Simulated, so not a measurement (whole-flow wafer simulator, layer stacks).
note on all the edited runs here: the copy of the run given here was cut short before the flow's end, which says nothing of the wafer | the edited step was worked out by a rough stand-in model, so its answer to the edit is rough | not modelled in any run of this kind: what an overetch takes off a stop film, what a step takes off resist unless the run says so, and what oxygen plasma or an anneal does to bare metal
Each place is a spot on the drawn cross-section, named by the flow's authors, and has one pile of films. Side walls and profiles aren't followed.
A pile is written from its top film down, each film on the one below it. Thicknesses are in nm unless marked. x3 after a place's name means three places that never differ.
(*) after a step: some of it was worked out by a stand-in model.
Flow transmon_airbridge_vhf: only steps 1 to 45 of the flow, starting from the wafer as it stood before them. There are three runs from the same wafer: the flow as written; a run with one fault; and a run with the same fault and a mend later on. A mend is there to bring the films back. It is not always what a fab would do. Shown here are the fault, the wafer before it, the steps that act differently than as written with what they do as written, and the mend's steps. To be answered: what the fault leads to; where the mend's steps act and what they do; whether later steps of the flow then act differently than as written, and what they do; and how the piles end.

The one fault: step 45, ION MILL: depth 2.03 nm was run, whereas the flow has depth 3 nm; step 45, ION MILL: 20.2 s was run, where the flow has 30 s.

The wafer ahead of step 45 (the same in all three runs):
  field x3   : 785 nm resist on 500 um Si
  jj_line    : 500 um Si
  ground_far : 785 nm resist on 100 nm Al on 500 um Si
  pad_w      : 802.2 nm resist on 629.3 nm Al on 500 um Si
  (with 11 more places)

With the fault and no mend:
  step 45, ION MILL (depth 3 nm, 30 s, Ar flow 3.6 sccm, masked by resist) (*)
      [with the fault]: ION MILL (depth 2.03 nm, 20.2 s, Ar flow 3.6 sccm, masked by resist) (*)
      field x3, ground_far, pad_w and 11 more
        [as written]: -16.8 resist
        [with the fault]: -11.3 resist
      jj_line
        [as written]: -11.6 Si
        [with the fault]: -7.83 Si
  Every later step of the flow that is run acts as written at every place that is followed.
  The piles end only slightly different from the flow's at the places that both follow, by no more than 2% or 0.5 nm, whichever is larger.

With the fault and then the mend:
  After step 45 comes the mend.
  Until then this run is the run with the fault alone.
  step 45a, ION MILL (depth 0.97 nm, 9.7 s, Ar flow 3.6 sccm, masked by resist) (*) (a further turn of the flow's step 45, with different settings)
      field x3, ground_far, pad_w and 11 more
        -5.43 resist
      jj_line
        -3.76 Si
  Every later step of the flow that is run acts as written at every place that is followed.
  The piles end only slightly different from the flow's at the places that both follow, by no more than 2% or 0.5 nm, whichever is larger.
